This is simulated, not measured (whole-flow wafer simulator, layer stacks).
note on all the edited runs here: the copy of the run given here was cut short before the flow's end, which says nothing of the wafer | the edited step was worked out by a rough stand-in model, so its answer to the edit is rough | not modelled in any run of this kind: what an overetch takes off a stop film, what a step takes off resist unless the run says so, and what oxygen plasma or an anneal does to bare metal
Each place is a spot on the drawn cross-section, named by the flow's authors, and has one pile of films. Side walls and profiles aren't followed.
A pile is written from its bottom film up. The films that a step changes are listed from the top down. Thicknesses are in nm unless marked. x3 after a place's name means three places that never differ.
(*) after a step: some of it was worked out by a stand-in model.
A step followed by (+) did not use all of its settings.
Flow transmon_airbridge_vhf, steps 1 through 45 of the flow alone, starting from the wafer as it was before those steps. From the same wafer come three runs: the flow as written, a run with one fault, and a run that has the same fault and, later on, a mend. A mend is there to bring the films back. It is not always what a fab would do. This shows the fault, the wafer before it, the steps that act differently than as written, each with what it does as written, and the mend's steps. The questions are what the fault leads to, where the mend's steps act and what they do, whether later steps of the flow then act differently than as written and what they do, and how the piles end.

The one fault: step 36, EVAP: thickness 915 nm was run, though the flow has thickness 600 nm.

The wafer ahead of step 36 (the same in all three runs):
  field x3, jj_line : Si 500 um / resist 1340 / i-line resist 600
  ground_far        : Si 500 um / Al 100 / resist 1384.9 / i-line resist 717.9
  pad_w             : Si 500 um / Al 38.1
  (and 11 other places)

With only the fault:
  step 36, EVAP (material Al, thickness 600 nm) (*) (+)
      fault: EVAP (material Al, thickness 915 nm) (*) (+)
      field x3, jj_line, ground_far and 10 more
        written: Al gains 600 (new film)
        fault: Al gains 915 (new film)
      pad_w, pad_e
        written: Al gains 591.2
        fault: Al gains 901.6
  Steps later in the flow that act otherwise than as written:
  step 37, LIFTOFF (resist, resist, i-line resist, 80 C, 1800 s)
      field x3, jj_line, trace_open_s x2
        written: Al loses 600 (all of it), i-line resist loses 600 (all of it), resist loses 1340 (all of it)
        fault: Al loses 915 (all of it), i-line resist loses 600 (all of it), resist loses 1340 (all of it)
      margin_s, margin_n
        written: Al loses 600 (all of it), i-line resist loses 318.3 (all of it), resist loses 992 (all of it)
        fault: Al loses 915 (all of it), i-line resist loses 318.3 (all of it), resist loses 992 (all of it)
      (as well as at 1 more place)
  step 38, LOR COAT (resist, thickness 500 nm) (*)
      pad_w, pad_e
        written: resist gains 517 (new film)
        fault: resist gains 496.3 (new film)
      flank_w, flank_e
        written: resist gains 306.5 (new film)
        fault: resist gains 298.7 (new film)
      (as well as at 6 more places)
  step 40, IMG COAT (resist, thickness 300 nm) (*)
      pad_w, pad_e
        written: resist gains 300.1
        fault: resist gains 287.4
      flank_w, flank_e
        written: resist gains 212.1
        fault: resist gains 201.9
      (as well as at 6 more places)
  By the end, the piles at pad_w, flank_w, gap_w and 7 more depart from the flow's by more than 2% or 0.5 nm, whichever is larger.
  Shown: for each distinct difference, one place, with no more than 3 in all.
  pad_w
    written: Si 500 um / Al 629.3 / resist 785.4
    fault: Si 500 um / Al 939.7 / resist 751.9
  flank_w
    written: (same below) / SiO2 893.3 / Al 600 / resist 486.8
    fault: (same below) / SiO2 893.3 / Al 915 / resist 468.9
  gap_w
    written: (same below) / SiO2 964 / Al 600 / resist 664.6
    fault: (same below) / SiO2 964 / Al 915 / resist 641.4

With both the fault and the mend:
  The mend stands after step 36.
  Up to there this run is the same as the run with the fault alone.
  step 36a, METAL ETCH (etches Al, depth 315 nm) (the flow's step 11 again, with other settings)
      field x3, jj_line, ground_far and 12 more
        Al loses 315
  None of the later steps of the flow differs from how it acts as written, at any place that is followed, by more than 2% or 0.5 nm, whichever is larger.
  At the end the piles are close to the flow's at the places that both follow, differing by at most 2% or 0.5 nm, whichever is larger.
